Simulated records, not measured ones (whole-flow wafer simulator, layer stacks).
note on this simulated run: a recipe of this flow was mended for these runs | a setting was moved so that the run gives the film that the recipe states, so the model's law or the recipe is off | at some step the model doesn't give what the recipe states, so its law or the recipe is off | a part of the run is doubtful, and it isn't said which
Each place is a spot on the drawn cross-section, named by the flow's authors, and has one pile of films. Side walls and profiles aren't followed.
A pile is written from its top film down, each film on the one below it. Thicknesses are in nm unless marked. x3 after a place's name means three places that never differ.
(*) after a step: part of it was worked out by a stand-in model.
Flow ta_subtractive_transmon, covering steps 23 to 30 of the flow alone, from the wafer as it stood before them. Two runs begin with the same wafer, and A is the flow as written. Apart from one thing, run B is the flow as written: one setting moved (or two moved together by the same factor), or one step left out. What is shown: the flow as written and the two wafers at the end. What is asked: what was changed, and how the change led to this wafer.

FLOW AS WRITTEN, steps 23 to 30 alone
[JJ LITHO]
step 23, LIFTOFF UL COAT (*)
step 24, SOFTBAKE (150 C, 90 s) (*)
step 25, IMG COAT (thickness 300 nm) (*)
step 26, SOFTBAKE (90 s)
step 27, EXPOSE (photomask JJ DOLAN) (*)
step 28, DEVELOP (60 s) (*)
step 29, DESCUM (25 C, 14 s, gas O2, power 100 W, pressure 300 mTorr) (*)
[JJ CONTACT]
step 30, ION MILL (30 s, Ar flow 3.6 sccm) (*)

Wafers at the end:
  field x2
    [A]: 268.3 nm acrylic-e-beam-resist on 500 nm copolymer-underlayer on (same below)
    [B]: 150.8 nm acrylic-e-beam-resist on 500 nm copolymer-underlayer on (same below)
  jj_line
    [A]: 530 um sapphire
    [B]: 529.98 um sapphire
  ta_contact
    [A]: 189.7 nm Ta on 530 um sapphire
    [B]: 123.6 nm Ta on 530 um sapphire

Cause: step 30, ION MILL: 240 s was run, though the flow has 30 s.

How this came from the change, step by step:
  step 30, ION MILL (30 s, Ar flow 3.6 sccm) (*)
      field x2, ta_pad: A acrylic-e-beam-resist loses 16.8 | B acrylic-e-beam-resist loses 134.3
      jj_line, lead: A sapphire loses 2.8 | B sapphire loses 22.4
      (and at 1 other place as well)
